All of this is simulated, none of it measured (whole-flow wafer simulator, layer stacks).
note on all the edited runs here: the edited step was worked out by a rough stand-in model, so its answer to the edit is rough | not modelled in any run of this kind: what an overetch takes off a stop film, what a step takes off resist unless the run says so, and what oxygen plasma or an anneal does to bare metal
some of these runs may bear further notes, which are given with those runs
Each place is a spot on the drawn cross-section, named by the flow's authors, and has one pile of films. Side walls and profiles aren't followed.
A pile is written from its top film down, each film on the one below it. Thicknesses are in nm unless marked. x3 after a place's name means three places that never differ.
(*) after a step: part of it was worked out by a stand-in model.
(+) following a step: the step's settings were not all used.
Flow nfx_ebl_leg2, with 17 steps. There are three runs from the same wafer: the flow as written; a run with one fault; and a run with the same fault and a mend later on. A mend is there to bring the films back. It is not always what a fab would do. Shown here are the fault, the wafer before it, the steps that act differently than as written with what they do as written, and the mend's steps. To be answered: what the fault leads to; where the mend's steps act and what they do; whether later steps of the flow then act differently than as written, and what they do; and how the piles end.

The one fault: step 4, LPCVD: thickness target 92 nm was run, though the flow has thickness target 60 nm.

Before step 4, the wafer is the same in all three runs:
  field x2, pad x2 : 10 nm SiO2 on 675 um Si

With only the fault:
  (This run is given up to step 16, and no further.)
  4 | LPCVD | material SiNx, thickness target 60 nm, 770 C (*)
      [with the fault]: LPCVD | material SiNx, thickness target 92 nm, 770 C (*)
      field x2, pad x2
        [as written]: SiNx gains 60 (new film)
        [with the fault]: SiNx gains 92 (new film)
  Later steps of the flow acting differently than as written:
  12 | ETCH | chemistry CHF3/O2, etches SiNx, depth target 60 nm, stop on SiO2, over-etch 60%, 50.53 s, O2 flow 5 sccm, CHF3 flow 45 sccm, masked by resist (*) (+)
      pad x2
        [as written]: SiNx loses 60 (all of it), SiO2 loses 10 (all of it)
        [with the fault]: SiNx loses 92 (all of it), SiO2 loses 2
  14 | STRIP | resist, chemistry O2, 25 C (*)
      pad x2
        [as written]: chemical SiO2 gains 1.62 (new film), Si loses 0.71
        [with the fault]: nothing
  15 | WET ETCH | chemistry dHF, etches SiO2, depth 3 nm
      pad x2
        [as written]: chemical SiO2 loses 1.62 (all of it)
        [with the fault]: SiO2 loses 3
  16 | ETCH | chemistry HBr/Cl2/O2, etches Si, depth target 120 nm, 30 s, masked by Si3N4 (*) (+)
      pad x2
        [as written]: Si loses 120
        [with the fault]: SiO2 loses 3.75
  After step 16, at field x2, pad x2, the piles differ from the flow's by more than 2% or 0.5 nm, whichever is larger.
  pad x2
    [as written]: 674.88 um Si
    [with the fault]: 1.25 nm SiO2 on 675 um Si
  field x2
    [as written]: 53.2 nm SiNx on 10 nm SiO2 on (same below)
    [with the fault]: 85.2 nm SiNx on 10 nm SiO2 on (same below)

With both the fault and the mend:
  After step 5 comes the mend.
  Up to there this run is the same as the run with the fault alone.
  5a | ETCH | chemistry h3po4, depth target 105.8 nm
      field x2, pad x2
        SiNx loses 92 (all of it)
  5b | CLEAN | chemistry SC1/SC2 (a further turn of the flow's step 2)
      alters no film at any place that is followed
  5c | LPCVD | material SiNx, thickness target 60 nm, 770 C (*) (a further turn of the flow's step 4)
      field x2, pad x2
        SiNx gains 60 (new film)
  Later steps of the flow that are run all act as written at every place that is followed.
  The piles end the same as the flow's at every place that both follow.
